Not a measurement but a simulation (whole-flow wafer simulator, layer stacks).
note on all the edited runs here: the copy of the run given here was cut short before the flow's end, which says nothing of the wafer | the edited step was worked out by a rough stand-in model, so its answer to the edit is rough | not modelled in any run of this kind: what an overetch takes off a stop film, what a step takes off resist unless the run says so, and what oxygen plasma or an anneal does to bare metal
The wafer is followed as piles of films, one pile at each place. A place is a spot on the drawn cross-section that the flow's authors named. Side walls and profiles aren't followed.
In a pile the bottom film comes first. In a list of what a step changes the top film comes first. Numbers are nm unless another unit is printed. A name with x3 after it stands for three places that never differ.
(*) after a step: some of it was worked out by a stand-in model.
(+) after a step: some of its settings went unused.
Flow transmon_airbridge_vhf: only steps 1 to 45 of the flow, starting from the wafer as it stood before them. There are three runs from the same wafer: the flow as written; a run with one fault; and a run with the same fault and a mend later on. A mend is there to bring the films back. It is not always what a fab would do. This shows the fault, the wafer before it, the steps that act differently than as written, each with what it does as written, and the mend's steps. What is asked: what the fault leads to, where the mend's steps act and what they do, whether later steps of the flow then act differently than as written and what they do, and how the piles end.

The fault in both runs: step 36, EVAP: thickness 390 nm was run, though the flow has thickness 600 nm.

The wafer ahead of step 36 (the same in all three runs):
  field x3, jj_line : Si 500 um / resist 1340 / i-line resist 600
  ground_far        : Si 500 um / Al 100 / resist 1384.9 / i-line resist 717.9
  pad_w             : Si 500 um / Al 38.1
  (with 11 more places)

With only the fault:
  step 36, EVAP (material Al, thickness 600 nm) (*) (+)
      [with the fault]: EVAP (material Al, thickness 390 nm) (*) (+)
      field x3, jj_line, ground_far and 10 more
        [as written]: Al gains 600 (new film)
        [with the fault]: Al gains 390 (new film)
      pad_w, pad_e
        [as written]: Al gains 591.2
        [with the fault]: Al gains 384.3
  Steps later in the flow that act otherwise than as written:
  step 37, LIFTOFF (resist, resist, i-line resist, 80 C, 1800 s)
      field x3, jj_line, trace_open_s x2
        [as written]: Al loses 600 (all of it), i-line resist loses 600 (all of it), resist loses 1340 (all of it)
        [with the fault]: Al loses 390 (all of it), i-line resist loses 600 (all of it), resist loses 1340 (all of it)
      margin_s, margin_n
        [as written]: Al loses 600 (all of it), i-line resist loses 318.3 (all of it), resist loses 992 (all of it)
        [with the fault]: Al loses 390 (all of it), i-line resist loses 318.3 (all of it), resist loses 992 (all of it)
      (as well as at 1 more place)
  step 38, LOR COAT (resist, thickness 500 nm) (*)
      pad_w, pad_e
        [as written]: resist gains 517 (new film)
        [with the fault]: resist gains 535.5 (new film)
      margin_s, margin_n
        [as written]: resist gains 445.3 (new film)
        [with the fault]: resist gains 426.6 (new film)
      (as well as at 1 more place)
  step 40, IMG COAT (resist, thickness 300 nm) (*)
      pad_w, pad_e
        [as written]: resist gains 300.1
        [with the fault]: resist gains 309.6
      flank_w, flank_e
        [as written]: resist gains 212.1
        [with the fault]: resist gains 219.3
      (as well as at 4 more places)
  The piles end different from the flow's at pad_w, flank_w, gap_w and 7 more by more than 2% or 0.5 nm, whichever is larger.
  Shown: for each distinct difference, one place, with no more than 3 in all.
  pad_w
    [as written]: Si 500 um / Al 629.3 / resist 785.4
    [with the fault]: Si 500 um / Al 422.4 / resist 813.3
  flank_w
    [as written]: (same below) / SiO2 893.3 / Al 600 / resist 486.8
    [with the fault]: (same below) / SiO2 893.3 / Al 390 / resist 498.9
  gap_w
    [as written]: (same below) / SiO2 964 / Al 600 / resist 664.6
    [with the fault]: (same below) / SiO2 964 / Al 390 / resist 680.2

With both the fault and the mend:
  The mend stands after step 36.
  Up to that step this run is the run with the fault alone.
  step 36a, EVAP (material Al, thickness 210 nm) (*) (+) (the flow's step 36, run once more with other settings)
      field x3, jj_line, ground_far and 10 more
        Al gains 210
      pad_w, pad_e
        Al gains 206.9
  None of the later steps of the flow differs from how it acts as written, at any place that is followed, by more than 2% or 0.5 nm, whichever is larger.
  When the end is reached, the piles differ only a little from the flow's at the places that both follow, at most by 2% or 0.5 nm, whichever is larger.
